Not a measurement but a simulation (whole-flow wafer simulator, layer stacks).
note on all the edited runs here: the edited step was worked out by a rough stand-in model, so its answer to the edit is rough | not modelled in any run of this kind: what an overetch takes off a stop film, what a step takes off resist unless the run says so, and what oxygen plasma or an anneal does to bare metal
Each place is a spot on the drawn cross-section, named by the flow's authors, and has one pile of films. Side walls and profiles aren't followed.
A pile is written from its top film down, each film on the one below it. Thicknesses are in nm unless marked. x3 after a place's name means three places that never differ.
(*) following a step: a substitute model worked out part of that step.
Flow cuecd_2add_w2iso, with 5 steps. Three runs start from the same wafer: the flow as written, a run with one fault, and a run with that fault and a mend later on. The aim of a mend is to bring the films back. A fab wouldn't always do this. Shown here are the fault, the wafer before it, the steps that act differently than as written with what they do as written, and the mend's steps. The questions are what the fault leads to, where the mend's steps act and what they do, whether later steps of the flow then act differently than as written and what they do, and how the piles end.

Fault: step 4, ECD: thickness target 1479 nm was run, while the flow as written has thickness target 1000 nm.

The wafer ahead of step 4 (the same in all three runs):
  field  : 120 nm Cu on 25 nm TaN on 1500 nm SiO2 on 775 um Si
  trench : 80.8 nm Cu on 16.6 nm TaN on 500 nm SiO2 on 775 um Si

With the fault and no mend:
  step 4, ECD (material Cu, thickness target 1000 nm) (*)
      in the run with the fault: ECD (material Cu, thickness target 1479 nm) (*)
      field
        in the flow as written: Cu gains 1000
        in the run with the fault: Cu gains 1479
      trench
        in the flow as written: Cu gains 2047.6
        in the run with the fault: Cu gains 2526.6
  Every later step of the flow that is run acts as written at every place that is followed.
  By the end, the piles at field, trench depart from the flow's by more than 2% or 0.5 nm, whichever is larger.
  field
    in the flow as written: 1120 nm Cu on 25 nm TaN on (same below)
    in the run with the fault: 1599 nm Cu on 25 nm TaN on (same below)
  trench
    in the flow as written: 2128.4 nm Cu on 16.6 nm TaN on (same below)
    in the run with the fault: 2607.4 nm Cu on 16.6 nm TaN on (same below)

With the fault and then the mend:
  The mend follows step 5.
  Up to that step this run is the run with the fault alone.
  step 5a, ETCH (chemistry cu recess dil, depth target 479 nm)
      field, trench
        Cu loses 479
  Every later step of the flow that is run acts as written at every place that is followed.
  At every place that both follow, the piles at the end match the flow's.
